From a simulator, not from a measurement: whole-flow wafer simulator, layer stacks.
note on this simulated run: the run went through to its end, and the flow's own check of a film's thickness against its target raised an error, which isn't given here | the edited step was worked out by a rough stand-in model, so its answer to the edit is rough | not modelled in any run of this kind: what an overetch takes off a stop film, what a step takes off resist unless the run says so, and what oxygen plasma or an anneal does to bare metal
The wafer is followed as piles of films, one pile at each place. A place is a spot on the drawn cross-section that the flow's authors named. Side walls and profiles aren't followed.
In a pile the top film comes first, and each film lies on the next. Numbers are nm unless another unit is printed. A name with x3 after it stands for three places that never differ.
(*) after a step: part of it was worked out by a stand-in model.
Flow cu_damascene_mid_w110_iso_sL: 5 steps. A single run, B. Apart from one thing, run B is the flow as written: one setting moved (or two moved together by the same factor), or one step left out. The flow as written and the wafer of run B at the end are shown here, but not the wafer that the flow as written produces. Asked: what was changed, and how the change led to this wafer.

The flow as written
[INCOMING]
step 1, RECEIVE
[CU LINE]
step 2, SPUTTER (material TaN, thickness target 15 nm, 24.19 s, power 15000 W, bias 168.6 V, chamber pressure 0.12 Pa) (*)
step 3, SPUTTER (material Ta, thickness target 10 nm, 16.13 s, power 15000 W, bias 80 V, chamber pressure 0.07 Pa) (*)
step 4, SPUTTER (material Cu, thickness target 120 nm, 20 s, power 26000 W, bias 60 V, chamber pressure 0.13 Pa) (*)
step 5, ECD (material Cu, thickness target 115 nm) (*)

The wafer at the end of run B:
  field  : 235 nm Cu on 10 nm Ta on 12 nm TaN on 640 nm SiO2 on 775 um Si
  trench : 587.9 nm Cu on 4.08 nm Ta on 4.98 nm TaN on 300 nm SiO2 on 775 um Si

What caused this: step 2, SPUTTER: thickness target 12 nm was run, though the flow has thickness target 15 nm.
One can read it off the wafer: field has TaN 12, and step 2 as written asks for 15 nm.

The path from the change to this, step by step:
  step 2, SPUTTER (material TaN, thickness target 15 nm, 24.19 s, power 15000 W, bias 168.6 V, chamber pressure 0.12 Pa) (*)
      field: +12 TaN (new film) (it would be, as written: +15 TaN (new film))
      trench: +4.98 TaN (new film) (it would be, as written: +6.23 TaN (new film))
